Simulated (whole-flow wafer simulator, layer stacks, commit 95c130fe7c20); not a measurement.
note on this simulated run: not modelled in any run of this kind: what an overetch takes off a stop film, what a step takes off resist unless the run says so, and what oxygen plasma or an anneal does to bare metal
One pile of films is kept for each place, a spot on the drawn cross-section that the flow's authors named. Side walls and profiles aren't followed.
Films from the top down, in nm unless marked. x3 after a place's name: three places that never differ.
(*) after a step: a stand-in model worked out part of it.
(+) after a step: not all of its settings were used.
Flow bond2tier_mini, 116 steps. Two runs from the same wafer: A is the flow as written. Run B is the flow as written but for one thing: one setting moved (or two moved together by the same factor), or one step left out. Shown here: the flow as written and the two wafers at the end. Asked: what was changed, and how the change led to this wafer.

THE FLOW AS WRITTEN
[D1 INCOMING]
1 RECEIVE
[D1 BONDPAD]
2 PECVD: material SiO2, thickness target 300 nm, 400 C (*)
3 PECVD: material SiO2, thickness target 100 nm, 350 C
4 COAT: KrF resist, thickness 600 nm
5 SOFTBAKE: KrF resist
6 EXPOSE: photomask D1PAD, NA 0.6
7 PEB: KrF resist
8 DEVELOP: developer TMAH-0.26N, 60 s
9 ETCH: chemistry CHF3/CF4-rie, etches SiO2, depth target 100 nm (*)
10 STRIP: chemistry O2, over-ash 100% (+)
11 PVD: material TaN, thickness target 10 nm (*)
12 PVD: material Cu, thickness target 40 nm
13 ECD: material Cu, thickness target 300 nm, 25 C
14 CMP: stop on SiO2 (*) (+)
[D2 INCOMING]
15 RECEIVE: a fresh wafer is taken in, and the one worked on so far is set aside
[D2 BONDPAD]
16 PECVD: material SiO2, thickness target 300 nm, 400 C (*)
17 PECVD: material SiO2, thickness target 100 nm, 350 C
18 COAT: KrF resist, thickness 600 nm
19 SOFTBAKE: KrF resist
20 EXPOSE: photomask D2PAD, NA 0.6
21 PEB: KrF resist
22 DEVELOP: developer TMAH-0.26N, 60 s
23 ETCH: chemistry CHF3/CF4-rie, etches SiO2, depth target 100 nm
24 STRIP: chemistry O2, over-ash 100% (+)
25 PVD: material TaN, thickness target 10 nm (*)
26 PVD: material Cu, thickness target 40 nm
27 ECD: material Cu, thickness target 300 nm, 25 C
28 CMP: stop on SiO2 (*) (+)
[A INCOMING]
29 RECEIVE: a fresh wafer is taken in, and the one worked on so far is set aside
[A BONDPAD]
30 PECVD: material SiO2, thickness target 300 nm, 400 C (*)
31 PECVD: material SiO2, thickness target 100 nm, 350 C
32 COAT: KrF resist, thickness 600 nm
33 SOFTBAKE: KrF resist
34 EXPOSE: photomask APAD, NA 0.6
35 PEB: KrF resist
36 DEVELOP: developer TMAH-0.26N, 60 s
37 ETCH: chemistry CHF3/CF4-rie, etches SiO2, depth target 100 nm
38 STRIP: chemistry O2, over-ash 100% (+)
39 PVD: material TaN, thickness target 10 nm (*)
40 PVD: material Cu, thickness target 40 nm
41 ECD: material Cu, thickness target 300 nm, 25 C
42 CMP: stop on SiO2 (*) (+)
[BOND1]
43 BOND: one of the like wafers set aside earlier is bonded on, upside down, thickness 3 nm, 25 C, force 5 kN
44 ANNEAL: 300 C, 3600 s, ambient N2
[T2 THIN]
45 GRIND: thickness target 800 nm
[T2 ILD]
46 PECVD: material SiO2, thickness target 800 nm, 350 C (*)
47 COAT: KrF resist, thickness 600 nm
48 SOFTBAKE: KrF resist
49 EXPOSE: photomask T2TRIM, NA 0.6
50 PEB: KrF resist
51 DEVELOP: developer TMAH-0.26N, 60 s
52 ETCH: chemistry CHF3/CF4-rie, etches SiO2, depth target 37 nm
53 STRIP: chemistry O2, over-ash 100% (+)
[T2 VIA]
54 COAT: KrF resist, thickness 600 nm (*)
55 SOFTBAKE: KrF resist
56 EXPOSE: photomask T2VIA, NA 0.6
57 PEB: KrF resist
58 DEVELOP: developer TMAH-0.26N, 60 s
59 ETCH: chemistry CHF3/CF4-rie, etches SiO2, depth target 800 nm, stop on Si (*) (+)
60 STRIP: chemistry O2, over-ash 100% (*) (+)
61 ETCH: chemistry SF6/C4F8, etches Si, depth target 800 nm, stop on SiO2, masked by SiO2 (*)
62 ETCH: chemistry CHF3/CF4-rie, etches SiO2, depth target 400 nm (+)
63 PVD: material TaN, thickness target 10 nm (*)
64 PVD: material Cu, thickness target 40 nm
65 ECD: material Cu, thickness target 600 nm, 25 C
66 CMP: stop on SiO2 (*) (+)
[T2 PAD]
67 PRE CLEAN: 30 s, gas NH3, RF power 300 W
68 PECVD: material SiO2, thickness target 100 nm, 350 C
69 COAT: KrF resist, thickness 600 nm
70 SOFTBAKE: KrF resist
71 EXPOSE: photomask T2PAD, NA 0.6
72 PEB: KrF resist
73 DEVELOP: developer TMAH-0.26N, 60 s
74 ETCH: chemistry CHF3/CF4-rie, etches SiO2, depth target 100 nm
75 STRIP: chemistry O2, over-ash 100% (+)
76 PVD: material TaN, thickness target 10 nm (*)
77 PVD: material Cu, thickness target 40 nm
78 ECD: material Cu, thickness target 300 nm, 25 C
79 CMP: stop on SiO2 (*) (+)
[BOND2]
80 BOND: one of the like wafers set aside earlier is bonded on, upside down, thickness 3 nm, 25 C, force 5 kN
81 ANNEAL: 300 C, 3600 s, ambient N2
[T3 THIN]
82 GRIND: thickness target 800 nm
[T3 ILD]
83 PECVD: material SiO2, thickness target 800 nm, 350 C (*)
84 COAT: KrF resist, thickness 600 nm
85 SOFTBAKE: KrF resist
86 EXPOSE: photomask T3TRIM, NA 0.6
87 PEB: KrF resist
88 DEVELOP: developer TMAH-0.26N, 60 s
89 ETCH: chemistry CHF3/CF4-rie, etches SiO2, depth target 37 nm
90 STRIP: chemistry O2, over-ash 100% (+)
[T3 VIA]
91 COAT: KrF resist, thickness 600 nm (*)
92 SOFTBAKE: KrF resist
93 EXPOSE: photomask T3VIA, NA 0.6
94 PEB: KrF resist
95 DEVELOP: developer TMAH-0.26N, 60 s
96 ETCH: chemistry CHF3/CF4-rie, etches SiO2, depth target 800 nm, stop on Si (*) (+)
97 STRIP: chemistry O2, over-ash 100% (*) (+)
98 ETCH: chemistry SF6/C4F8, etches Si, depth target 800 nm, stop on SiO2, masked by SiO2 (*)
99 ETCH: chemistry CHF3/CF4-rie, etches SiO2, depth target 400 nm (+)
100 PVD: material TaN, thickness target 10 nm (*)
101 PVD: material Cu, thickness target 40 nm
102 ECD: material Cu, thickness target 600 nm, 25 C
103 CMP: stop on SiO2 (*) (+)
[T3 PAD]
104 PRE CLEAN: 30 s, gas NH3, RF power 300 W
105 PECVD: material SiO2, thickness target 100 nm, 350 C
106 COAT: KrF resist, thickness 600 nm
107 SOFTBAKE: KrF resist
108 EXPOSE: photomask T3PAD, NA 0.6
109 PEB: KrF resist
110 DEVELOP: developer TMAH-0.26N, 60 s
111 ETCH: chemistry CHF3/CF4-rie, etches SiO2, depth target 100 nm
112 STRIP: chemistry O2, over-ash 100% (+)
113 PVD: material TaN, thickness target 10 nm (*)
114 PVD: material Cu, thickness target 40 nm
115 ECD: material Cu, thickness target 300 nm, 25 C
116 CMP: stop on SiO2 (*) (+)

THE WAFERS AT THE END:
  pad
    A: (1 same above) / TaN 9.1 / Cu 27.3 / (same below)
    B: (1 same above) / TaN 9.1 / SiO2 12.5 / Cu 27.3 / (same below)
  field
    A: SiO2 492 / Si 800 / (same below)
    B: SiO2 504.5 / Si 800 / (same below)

The cause: step 105, PECVD: thickness target 112.5 nm was run, where the flow has thickness target 100 nm.

How the change led to this, step by step:
  105 PECVD: material SiO2, thickness target 100 nm, 350 C
      field: A SiO2 +100 | B SiO2 +112.5
      pad: A SiO2 +100 (new film) | B SiO2 +112.5 (new film)
  111 ETCH: chemistry CHF3/CF4-rie, etches SiO2, depth target 100 nm
      pad: A SiO2 -100 (all of it) | B SiO2 -100
Counting metal films that touch as one body, pad has 4 bodies (between them, from the top down: SiO2 12.5; SiO2 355 / Si 800 / chemical SiO2 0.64 / SiO2 300; SiO2 355 / Si 800 / chemical SiO2 0.64 / SiO2 300); the flow as written gives 3 bodies (between them, from the top down: SiO2 355 / Si 800 / chemical SiO2 0.64 / SiO2 300; SiO2 355 / Si 800 / chemical SiO2 0.64 / SiO2 300).
